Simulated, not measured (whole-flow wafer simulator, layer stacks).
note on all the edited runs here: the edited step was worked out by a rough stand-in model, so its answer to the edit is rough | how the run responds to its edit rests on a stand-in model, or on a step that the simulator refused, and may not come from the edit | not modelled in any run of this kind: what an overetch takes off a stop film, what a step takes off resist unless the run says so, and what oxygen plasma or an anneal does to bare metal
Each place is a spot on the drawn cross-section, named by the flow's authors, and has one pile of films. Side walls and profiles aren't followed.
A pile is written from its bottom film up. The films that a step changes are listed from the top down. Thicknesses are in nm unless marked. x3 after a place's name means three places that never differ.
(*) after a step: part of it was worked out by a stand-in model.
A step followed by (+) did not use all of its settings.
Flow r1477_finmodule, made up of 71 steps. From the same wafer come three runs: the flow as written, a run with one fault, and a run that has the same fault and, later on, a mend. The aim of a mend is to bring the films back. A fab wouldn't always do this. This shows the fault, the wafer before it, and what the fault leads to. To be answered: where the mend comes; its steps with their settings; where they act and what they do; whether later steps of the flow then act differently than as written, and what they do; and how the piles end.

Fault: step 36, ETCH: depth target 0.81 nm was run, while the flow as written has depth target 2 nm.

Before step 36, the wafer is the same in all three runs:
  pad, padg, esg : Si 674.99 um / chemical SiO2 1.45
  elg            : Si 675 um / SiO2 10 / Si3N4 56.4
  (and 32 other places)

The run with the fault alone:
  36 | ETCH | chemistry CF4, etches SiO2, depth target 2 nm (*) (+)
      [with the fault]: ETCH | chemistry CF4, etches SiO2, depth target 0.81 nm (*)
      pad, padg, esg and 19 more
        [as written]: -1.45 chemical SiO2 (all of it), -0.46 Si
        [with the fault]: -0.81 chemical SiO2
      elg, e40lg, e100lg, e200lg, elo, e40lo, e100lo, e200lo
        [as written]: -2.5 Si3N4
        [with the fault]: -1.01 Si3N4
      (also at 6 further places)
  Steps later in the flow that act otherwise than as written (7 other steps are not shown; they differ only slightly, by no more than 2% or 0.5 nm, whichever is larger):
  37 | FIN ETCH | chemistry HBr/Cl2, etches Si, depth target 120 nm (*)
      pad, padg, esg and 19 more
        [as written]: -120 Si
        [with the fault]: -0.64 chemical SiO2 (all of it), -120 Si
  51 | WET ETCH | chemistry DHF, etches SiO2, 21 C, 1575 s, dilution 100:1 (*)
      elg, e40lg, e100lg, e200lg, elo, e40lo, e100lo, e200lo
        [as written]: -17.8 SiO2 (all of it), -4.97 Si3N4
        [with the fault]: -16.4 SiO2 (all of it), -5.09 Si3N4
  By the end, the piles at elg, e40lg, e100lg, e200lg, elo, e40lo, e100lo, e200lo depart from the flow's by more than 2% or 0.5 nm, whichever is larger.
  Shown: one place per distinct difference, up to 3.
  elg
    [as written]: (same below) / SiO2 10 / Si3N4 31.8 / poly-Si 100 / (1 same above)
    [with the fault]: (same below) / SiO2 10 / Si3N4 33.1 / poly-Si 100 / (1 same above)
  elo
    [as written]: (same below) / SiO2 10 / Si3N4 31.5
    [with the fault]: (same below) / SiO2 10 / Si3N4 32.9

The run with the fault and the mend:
  The mend follows step 36.
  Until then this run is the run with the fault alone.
  36a | ETCH | chemistry CF4, etches SiO2, depth target 1.19 nm (*) (+) (the flow's step 36 again, with other settings)
      pad, padg, esg and 19 more
        -0.64 chemical SiO2 (all of it), -0.46 Si
      elg, e40lg, e100lg, e200lg, elo, e40lo, e100lo, e200lo
        -1.49 Si3N4
      s40sg_line, s45sg_line, s50sg_line, s40so_line, s45so_line, s50so_line
        -1.19 SiO2
  Every later step of the flow that is run acts as written at every place that is followed.
  The piles end the same as the flow's at every place that both follow.
